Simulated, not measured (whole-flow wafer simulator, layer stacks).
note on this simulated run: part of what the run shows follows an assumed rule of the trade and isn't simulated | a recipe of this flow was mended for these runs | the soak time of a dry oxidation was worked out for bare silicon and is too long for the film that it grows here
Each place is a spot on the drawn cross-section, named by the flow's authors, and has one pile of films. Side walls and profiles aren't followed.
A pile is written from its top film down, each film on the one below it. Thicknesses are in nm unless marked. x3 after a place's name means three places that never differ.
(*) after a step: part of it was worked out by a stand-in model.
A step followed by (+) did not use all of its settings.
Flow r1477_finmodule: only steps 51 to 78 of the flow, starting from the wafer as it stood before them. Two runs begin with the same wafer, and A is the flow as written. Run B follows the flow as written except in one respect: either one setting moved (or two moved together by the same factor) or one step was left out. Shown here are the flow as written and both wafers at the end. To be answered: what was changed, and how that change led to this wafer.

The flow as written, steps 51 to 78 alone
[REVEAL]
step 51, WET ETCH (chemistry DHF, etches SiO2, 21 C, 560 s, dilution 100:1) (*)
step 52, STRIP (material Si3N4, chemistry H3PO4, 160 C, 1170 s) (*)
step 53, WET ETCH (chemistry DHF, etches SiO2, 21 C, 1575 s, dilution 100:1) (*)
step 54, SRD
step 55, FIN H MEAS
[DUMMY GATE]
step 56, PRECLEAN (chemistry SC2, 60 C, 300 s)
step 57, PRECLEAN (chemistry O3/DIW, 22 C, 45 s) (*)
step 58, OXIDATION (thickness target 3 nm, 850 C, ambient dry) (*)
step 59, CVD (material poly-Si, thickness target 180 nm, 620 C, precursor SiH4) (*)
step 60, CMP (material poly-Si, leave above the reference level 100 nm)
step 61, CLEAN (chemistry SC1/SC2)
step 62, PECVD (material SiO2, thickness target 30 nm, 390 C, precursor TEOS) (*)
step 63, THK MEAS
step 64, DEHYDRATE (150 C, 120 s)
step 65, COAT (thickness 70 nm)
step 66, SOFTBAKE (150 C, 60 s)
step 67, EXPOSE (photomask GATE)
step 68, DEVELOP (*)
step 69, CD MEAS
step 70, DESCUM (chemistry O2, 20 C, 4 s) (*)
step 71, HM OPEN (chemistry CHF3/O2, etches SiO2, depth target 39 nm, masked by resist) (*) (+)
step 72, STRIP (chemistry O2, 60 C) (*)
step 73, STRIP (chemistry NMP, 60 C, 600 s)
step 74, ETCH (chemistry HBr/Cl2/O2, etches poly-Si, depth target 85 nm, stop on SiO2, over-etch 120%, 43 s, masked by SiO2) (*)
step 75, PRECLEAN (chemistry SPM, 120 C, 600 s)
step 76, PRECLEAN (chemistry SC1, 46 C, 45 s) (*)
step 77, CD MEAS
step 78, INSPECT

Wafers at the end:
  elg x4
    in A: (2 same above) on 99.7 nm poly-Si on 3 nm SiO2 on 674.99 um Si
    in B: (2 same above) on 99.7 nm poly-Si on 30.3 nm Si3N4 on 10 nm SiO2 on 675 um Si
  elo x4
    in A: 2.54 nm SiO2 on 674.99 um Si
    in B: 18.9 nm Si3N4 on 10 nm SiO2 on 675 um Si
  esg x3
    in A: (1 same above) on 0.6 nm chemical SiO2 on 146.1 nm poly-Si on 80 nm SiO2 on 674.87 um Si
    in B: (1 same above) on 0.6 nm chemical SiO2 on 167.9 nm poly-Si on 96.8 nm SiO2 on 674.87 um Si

Cause: step 51, WET ETCH: 224 s was run, though the flow has 560 s.

The path from the change to this, step by step:
  step 51, WET ETCH (chemistry DHF, etches SiO2, 21 C, 560 s, dilution 100:1) (*)
      elg x4, elo x4: A -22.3 SiO2 (all of it), -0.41 Si3N4 | B -11.2 SiO2
      esg x3, e200sg, s40cg x3, s40sg x3, eso x3, e200so, s40co x3, s40so x3: A -28.1 SiO2 | B -11.2 SiO2
      (also at 8 further places)
  step 52, STRIP (material Si3N4, chemistry H3PO4, 160 C, 1170 s) (*)
      elg x4, elo x4: A -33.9 Si3N4 (all of it), -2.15 SiO2 | B -4.28 SiO2
  step 53, WET ETCH (chemistry DHF, etches SiO2, 21 C, 1575 s, dilution 100:1) (*)
      elg x4, elo x4: A -7.85 SiO2 (all of it) | B -6.77 SiO2 (all of it), -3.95 Si3N4
  step 57, PRECLEAN (chemistry O3/DIW, 22 C, 45 s) (*)
      elg x4, elo x4: A +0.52 chemical SiO2, -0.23 Si | B nothing
  step 58, OXIDATION (thickness target 3 nm, 850 C, ambient dry) (*)
      elg x4, elo x4: A +3 SiO2 (new film), -0.85 chemical SiO2 (all of it), -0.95 Si | B nothing
  step 59, CVD (material poly-Si, thickness target 180 nm, 620 C, precursor SiH4) (*)
      s40cg x3, s40sg x3, s40co x3, s40so x3: A +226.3 poly-Si (new film) | B +209.5 poly-Si (new film)
      esg x3, eso x3: A +226.3 poly-Si (new film) | B +248.1 poly-Si (new film)
      (also at 2 further places)
  step 60, CMP (material poly-Si, leave above the reference level 100 nm)
      s40cg x3, s40sg x3, s40sg_line x3, s40co x3, s40so x3, s40so_line x3: A -80 poly-Si | B -41.4 poly-Si
      pad, padg: A -24.8 poly-Si | B -4.37 poly-Si
      (also at 2 further places)
  step 74, ETCH (chemistry HBr/Cl2/O2, etches poly-Si, depth target 85 nm, stop on SiO2, over-etch 120%, 43 s, masked by SiO2) (*)
      elo x4: A -1.12 chemical SiO2 (all of it), -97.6 poly-Si (all of it), -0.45 SiO2 | B -1.12 chemical SiO2 (all of it), -97.6 poly-Si (all of it), -11.4 Si3N4
      eso x3, e200so, s40co x3, s40so x3: A -1.12 chemical SiO2 (all of it), -143.9 poly-Si (all of it), -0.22 SiO2 | B -1.12 chemical SiO2 (all of it), -165.7 poly-Si (all of it), -0.11 SiO2
      (also at 4 further places)
